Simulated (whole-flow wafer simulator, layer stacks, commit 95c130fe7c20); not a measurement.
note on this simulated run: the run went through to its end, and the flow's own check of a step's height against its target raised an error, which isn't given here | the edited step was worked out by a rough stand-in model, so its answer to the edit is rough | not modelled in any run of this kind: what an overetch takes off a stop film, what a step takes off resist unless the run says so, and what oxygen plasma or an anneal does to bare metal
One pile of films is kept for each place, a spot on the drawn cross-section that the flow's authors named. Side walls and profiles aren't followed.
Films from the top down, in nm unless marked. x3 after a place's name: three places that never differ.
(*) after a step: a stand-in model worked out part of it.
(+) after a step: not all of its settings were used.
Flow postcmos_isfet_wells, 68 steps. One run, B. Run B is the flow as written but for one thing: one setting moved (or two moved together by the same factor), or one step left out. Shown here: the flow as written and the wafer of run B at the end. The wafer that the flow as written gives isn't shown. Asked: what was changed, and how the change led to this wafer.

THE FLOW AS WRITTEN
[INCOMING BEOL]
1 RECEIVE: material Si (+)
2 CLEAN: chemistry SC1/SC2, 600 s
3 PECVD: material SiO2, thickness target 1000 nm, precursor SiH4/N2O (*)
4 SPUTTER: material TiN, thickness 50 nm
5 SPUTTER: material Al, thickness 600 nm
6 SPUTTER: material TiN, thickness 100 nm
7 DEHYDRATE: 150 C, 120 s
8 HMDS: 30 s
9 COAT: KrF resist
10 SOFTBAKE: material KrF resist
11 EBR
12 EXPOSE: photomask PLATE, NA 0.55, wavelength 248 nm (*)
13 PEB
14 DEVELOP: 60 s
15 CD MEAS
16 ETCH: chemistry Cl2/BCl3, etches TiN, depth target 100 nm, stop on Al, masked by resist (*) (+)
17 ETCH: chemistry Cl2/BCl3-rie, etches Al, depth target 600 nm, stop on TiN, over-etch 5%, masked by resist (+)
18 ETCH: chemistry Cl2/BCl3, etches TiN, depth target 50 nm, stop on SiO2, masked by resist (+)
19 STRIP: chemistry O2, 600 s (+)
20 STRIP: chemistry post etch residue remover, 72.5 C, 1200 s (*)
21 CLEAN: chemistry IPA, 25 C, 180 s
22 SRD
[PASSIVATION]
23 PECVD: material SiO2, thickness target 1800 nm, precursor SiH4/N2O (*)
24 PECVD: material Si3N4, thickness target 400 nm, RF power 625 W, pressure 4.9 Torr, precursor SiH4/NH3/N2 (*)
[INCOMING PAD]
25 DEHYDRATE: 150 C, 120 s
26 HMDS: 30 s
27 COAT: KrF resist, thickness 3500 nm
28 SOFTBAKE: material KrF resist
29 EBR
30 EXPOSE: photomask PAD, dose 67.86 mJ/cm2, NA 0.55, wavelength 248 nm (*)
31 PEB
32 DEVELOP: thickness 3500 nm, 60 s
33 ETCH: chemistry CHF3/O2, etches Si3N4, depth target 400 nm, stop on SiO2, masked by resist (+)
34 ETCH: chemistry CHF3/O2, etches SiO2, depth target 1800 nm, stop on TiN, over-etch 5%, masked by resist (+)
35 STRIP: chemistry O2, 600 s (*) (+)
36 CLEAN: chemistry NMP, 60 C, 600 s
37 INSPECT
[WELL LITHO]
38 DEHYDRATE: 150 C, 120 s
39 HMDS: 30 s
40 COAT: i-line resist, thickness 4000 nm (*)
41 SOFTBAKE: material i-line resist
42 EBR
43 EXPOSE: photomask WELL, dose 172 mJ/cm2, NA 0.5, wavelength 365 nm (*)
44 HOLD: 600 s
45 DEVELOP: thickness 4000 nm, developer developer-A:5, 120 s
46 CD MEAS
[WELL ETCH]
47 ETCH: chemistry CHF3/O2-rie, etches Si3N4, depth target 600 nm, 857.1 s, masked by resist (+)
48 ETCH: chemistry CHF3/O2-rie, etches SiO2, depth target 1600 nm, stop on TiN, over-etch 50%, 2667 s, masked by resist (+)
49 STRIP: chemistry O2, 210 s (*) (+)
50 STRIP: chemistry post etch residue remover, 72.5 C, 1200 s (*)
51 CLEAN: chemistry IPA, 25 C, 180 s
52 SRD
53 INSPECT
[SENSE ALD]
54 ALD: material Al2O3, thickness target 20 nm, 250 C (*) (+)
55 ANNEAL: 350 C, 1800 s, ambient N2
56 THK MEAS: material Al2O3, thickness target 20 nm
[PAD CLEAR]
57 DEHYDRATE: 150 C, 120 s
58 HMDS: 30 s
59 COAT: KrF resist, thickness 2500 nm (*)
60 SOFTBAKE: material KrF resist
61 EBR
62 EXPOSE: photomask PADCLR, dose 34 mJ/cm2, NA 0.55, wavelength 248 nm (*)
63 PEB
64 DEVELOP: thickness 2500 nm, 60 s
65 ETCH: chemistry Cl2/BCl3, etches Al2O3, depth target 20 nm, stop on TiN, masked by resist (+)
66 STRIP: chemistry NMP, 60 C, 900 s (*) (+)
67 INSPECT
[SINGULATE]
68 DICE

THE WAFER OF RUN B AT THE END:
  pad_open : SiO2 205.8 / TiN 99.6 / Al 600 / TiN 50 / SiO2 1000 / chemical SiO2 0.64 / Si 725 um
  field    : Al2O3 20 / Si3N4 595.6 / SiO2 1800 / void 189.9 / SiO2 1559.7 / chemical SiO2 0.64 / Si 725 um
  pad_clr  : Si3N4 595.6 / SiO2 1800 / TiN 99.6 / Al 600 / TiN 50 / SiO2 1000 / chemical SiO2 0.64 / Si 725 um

The cause: step 24, PECVD: thickness target 596 nm was run, where the flow has thickness target 400 nm.

How the change led to this, step by step:
  24 PECVD: material Si3N4, thickness target 400 nm, RF power 625 W, pressure 4.9 Torr, precursor SiH4/NH3/N2 (*)
      field, margin, well900, well1300 x3, pad_rim, pad_clr, pad_open: Si3N4 +596 (new film) (as written it would be: Si3N4 +400 (new film))
  33 ETCH: chemistry CHF3/O2, etches Si3N4, depth target 400 nm, stop on SiO2, masked by resist (+)
      pad_open: Si3N4 -400 (as written it would be: Si3N4 -400 (all of it))
  34 ETCH: chemistry CHF3/O2, etches SiO2, depth target 1800 nm, stop on TiN, over-etch 5%, masked by resist (+)
      pad_open: Si3N4 -196 (all of it), SiO2 -1594.2 (as written it would be: SiO2 -1800 (all of it))
  47 ETCH: chemistry CHF3/O2-rie, etches Si3N4, depth target 600 nm, 857.1 s, masked by resist (+)
      well900, well1300 x3: Si3N4 -596 (all of it), SiO2 -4 (as written it would be: Si3N4 -400 (all of it), SiO2 -200)
  48 ETCH: chemistry CHF3/O2-rie, etches SiO2, depth target 1600 nm, stop on TiN, over-etch 50%, 2667 s, masked by resist (+)
      well900, well1300 x3: SiO2 -1796 (all of it) (as written it would be: SiO2 -1600 (all of it))
  59 COAT: KrF resist, thickness 2500 nm (*)
      field: KrF resist +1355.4 (new film) (as written it would be: KrF resist +1449 (new film))
      margin: KrF resist +1355.3 (new film) (as written it would be: KrF resist +1448.9 (new film))
  63 PEB
      field, margin: KrF resist -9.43 (as written it would be: KrF resist -10.1)
  66 STRIP: chemistry NMP, 60 C, 900 s (*) (+)
      field: KrF resist -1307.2 (all of it) (as written it would be: KrF resist -1400.1 (all of it))
      margin: KrF resist -1307.1 (all of it) (as written it would be: KrF resist -1400.1 (all of it))
